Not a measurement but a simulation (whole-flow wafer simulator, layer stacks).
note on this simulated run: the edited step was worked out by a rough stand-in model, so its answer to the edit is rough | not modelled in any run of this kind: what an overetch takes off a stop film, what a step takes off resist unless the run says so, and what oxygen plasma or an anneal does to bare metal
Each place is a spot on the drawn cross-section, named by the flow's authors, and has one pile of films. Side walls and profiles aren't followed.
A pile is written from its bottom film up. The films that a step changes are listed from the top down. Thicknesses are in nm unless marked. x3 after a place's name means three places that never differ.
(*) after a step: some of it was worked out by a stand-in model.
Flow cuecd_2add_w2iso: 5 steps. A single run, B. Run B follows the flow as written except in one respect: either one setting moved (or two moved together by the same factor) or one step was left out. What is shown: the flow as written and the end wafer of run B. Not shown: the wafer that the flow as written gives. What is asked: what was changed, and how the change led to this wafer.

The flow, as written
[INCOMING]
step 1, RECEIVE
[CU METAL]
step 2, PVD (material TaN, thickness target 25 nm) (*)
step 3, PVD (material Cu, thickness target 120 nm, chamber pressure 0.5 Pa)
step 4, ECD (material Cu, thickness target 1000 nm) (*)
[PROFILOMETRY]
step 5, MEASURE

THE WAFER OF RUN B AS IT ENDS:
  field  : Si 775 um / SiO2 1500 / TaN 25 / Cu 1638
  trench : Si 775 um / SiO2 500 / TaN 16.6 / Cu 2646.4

Cause: step 4, ECD: thickness target 1518 nm was run, though the flow has thickness target 1000 nm.

The path from the change to this, step by step:
  step 4, ECD (material Cu, thickness target 1000 nm) (*)
      field: Cu gains 1518 (in the flow as written it would be: Cu gains 1000)
      trench: Cu gains 2565.6 (in the flow as written it would be: Cu gains 2047.6)
